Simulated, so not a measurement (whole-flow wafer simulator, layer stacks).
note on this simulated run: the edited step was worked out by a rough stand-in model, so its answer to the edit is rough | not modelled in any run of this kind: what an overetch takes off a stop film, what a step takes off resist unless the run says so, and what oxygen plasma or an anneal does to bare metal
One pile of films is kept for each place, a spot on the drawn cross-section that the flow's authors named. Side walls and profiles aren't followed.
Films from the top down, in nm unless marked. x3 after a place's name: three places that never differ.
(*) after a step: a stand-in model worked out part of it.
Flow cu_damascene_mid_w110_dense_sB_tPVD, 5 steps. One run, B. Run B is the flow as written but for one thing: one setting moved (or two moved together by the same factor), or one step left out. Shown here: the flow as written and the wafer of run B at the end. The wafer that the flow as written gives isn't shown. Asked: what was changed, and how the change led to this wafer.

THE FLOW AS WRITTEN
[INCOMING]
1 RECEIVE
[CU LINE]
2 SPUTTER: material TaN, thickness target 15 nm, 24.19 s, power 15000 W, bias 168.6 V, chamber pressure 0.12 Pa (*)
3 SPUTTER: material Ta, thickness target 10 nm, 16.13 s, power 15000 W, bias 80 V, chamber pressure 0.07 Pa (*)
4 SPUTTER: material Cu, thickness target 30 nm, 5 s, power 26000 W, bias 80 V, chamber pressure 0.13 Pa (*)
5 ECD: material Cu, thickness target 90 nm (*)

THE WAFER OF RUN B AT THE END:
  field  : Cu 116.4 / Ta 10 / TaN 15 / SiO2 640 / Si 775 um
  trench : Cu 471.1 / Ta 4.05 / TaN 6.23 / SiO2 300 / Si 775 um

The cause: step 4, SPUTTER: power 22880 W was run, where the flow has power 26000 W.

How the change led to this, step by step:
  4 SPUTTER: material Cu, thickness target 30 nm, 5 s, power 26000 W, bias 80 V, chamber pressure 0.13 Pa (*)
      field: Cu +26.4 (new film) (as written it would be: Cu +30 (new film))
      trench: Cu +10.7 (new film) (as written it would be: Cu +12.5 (new film))
